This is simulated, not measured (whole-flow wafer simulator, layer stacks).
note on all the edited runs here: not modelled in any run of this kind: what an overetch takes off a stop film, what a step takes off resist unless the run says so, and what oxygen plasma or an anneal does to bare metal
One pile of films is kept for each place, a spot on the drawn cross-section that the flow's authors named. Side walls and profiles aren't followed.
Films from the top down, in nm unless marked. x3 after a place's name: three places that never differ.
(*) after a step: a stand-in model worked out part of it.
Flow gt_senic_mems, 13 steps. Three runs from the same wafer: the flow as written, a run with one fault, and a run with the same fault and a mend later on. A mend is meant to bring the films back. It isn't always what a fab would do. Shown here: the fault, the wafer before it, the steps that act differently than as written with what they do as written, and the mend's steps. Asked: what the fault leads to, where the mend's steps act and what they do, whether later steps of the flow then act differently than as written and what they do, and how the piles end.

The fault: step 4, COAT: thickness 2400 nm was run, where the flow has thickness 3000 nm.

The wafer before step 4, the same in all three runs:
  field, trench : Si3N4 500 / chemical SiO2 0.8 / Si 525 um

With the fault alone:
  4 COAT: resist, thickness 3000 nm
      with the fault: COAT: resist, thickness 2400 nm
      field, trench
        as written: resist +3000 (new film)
        with the fault: resist +2400 (new film)
  Later steps of the flow that act differently than as written:
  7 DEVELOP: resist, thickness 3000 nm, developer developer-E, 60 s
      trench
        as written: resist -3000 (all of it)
        with the fault: resist -2400 (all of it)
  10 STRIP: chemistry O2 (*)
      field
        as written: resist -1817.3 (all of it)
        with the fault: resist -1217.3 (all of it)
  At the end the piles differ from the flow's only slightly at the places that both follow, by at most 2% or 0.5 nm, whichever is larger.

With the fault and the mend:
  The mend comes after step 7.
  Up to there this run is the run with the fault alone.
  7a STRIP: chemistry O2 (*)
      field
        resist -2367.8 (all of it)
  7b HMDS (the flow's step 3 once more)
      changes no film at any place that is followed
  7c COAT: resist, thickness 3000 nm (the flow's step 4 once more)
      field, trench
        resist +3000 (new film)
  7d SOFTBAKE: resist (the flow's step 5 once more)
      changes no film at any place that is followed
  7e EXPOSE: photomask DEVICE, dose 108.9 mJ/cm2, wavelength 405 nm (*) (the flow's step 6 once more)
      changes no film at any place that is followed
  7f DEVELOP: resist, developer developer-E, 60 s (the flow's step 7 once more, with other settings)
      field
        resist -32.2
      trench
        resist -3000 (all of it)
  No later step of the flow acts differently than as written at any place that is followed.
  At the end the piles are the same as the flow's at every place that both follow.
